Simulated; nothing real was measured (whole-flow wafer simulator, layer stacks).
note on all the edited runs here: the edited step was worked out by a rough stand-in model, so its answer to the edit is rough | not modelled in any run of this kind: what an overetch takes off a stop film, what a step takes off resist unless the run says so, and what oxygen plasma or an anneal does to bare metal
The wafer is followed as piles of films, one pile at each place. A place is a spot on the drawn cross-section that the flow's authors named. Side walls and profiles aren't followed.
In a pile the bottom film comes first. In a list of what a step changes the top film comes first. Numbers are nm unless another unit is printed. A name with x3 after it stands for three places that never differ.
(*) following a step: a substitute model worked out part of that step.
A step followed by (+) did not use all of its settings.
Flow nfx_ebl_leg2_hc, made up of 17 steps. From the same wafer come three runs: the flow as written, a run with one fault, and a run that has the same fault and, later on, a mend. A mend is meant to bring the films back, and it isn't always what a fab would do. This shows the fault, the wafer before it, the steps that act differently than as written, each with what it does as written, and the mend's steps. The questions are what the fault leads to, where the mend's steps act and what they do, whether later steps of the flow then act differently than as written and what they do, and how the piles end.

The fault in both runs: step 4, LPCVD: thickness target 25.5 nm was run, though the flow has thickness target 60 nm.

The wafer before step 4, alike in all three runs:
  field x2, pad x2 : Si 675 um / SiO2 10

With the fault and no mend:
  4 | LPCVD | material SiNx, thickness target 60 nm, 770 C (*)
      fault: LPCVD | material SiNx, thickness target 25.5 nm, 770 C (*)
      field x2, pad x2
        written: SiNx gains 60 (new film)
        fault: SiNx gains 25.5 (new film)
  Steps later in the flow that act otherwise than as written:
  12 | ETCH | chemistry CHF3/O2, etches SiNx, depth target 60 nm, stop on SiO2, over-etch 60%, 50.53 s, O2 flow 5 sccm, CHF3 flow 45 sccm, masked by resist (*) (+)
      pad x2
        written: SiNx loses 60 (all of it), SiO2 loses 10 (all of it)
        fault: SiNx loses 25.5 (all of it), SiO2 loses 10 (all of it)
  At field x2, the piles at the end differ from the flow's by more than 2% or 0.5 nm, whichever is larger.
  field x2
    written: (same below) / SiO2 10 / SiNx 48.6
    fault: (same below) / SiO2 10 / SiNx 14.1

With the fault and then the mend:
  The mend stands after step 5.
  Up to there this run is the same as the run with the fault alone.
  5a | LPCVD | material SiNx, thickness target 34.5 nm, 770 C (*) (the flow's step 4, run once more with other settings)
      field x2, pad x2
        SiNx gains 34.5
  None of the later steps of the flow acts differently than as written at any place that is followed.
  The piles end the same as the flow's at every place that both follow.
